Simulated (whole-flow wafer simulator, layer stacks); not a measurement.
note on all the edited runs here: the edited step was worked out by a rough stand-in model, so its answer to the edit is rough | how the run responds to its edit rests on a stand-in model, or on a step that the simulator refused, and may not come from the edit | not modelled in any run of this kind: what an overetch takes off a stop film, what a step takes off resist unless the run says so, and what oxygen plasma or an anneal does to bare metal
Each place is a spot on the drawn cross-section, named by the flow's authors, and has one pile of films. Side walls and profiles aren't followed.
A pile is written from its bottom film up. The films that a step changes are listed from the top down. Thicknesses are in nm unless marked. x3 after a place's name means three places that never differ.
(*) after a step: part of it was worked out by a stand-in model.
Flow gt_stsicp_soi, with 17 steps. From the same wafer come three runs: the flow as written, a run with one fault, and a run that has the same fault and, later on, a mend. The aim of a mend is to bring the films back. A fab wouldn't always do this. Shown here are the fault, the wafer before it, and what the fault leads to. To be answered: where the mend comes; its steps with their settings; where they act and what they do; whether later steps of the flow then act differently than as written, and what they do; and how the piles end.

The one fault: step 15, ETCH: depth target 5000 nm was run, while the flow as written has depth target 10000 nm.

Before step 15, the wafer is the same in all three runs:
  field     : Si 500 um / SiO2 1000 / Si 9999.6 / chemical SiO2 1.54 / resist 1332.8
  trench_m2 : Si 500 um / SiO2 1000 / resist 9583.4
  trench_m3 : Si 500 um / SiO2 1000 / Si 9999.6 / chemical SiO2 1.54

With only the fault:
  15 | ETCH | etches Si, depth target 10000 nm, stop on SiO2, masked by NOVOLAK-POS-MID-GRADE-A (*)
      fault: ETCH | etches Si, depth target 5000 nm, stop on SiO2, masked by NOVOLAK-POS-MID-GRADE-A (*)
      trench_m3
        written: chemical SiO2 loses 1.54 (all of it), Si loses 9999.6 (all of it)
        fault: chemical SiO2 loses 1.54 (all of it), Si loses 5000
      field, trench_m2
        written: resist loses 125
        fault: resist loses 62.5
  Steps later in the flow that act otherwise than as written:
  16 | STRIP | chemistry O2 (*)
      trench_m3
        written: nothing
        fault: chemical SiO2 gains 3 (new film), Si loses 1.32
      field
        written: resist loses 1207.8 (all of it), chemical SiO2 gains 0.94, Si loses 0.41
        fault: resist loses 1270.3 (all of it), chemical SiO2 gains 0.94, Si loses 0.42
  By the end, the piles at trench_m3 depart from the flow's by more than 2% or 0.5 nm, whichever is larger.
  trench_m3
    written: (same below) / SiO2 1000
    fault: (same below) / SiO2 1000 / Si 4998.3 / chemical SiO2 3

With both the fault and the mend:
  The mend stands after step 15.
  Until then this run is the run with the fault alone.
  15a | ETCH | etches Si, depth target 5000 nm, stop on SiO2, masked by NOVOLAK-POS-MID-GRADE-A (*) (a further turn of the flow's step 15, with different settings)
      field, trench_m2
        resist loses 62.5
      trench_m3
        Si loses 4999.6 (all of it)
  None of the later steps of the flow acts differently than as written at any place that is followed.
  At every place that both follow, the piles at the end match the flow's.
